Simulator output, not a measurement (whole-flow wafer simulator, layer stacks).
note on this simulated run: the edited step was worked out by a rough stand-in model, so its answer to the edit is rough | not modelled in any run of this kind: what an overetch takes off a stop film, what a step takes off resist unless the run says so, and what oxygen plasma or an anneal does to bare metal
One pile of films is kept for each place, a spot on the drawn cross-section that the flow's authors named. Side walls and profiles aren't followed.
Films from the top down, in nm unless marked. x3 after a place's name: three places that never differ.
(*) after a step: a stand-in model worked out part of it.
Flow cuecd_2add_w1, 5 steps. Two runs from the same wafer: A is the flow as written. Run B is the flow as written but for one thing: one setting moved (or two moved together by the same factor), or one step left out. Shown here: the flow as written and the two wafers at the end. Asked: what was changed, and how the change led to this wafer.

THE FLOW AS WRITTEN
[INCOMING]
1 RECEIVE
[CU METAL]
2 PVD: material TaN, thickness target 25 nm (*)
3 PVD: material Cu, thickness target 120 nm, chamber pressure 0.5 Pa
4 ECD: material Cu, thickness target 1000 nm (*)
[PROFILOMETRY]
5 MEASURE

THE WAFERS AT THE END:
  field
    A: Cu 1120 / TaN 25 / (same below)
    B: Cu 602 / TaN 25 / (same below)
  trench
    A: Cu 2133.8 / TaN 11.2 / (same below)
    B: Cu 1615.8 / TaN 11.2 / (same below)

The cause: step 4, ECD: thickness target 482 nm was run, where the flow has thickness target 1000 nm.

How the change led to this, step by step:
  4 ECD: material Cu, thickness target 1000 nm (*)
      field: A Cu +1000 | B Cu +482
      trench: A Cu +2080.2 | B Cu +1562.2
